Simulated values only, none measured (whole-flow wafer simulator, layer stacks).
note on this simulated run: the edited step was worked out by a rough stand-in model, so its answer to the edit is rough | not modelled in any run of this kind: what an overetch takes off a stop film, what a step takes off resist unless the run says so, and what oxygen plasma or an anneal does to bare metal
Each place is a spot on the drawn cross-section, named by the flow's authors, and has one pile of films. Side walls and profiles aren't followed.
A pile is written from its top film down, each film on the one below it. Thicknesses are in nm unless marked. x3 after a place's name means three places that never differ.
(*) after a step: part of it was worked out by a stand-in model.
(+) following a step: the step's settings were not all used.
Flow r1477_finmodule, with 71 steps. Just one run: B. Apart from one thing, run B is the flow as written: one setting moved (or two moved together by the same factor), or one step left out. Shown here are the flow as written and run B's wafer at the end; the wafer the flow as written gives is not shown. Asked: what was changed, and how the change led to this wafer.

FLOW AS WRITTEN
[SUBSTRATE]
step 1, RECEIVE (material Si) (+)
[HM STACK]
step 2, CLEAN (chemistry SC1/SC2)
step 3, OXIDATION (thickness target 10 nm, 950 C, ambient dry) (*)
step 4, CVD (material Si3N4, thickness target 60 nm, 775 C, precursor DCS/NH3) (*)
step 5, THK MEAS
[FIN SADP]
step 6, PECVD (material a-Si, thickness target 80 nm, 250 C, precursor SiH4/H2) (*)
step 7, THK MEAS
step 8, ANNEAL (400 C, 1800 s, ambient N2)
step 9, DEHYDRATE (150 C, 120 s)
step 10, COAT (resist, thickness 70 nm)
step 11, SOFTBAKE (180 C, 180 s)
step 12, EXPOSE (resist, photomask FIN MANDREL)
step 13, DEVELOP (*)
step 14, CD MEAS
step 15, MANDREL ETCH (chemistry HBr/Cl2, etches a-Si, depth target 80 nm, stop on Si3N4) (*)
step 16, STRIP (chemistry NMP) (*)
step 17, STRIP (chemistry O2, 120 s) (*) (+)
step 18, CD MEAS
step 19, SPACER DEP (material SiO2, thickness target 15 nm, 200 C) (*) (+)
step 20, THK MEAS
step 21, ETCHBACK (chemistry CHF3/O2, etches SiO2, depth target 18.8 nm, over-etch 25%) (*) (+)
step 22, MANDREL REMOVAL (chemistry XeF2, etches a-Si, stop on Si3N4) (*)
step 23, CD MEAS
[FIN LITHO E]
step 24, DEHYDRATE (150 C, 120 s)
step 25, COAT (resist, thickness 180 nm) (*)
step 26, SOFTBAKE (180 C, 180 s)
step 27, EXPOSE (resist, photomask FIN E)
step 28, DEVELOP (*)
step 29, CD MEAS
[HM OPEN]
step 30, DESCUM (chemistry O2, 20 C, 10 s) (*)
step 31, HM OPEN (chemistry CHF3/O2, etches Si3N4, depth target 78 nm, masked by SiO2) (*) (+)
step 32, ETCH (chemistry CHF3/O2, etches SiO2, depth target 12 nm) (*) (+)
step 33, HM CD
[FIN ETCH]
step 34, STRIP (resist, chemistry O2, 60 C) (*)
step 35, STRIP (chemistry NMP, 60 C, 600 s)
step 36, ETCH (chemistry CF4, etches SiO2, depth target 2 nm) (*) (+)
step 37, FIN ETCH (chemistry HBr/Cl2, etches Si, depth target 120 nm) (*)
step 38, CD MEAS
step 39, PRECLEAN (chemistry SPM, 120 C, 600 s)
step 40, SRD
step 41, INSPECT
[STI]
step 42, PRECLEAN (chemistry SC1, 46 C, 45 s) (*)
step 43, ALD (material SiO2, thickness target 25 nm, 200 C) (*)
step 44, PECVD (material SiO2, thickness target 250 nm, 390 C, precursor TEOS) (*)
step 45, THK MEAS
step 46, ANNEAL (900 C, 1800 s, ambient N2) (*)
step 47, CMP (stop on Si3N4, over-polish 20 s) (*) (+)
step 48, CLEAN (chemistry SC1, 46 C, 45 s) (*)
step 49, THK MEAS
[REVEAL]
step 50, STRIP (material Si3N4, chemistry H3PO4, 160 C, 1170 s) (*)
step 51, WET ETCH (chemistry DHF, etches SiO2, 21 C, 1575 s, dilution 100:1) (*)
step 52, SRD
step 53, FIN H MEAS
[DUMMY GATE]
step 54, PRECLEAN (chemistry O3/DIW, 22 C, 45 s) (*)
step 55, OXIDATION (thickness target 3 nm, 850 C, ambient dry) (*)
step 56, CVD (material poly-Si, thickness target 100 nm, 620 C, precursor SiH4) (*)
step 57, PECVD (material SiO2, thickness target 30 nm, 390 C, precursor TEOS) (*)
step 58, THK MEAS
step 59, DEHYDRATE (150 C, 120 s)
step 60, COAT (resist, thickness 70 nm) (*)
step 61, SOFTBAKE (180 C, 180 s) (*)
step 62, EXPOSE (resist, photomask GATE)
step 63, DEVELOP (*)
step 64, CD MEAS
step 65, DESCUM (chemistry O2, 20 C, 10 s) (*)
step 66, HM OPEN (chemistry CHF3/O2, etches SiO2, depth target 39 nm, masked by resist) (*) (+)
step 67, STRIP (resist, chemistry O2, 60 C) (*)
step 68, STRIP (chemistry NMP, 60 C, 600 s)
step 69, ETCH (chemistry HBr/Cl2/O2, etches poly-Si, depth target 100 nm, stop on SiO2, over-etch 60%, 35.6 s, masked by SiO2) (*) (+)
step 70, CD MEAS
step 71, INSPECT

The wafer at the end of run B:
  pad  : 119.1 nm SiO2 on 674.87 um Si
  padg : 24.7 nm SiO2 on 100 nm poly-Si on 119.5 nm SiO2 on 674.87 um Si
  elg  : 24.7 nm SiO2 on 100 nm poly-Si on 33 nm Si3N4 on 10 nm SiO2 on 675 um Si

What caused this: step 51, WET ETCH: 1276 s was run, while the flow as written has 1575 s.

The path from the change to this, step by step:
  step 51, WET ETCH (chemistry DHF, etches SiO2, 21 C, 1575 s, dilution 100:1) (*)
      pad, padg, e40sg and 12 more: -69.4 SiO2 (as written it would have been: -85.7 SiO2)
      elg, e40lg, e100lg, e200lg, elo, e40lo, e100lo, e200lo: -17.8 SiO2 (all of it), -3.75 Si3N4 (as written it would have been: -17.8 SiO2 (all of it), -4.97 Si3N4)
      (also at 7 further places)
  step 56, CVD (material poly-Si, thickness target 100 nm, 620 C, precursor SiH4) (*)
      s40cg, s40co: +100 poly-Si (new film) (as written it would have been: +113.9 poly-Si (new film))
      s45cg, s45co: +100 poly-Si (new film) (as written it would have been: +113.4 poly-Si (new film))
      (also at 3 further places)
  step 60, COAT (resist, thickness 70 nm) (*)
      e40sg, eso, e40so: +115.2 resist (new film) (as written it would have been: +129.5 resist (new film))
      e100sg, e100so: +115.2 resist (new film) (as written it would have been: +129.4 resist (new film))
      (also at 8 further places)
  step 63, DEVELOP (*)
      eso, e40so: -115.2 resist (all of it) (as written it would have been: -129.5 resist (all of it))
      e100so: -115.2 resist (all of it) (as written it would have been: -129.4 resist (all of it))
      (also at 4 further places)
  step 67, STRIP (resist, chemistry O2, 60 C) (*)
      e40lg, e100lg, e200lg: -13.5 resist (all of it) (as written it would have been: -12.8 resist (all of it))
      e40sg: -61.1 resist (all of it) (as written it would have been: -75.4 resist (all of it))
      (also at 10 further places)
  step 69, ETCH (chemistry HBr/Cl2/O2, etches poly-Si, depth target 100 nm, stop on SiO2, over-etch 60%, 35.6 s, masked by SiO2) (*) (+)
      s40co: -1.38 chemical SiO2 (all of it), -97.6 poly-Si (all of it), -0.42 SiO2 (as written it would have been: -1.46 chemical SiO2 (all of it), -111.5 poly-Si (all of it), -0.24 SiO2)
      s45co: -1.38 chemical SiO2 (all of it), -97.6 poly-Si (all of it), -0.42 SiO2 (as written it would have been: -1.46 chemical SiO2 (all of it), -110.9 poly-Si (all of it), -0.25 SiO2)
      (also at 1 further place)
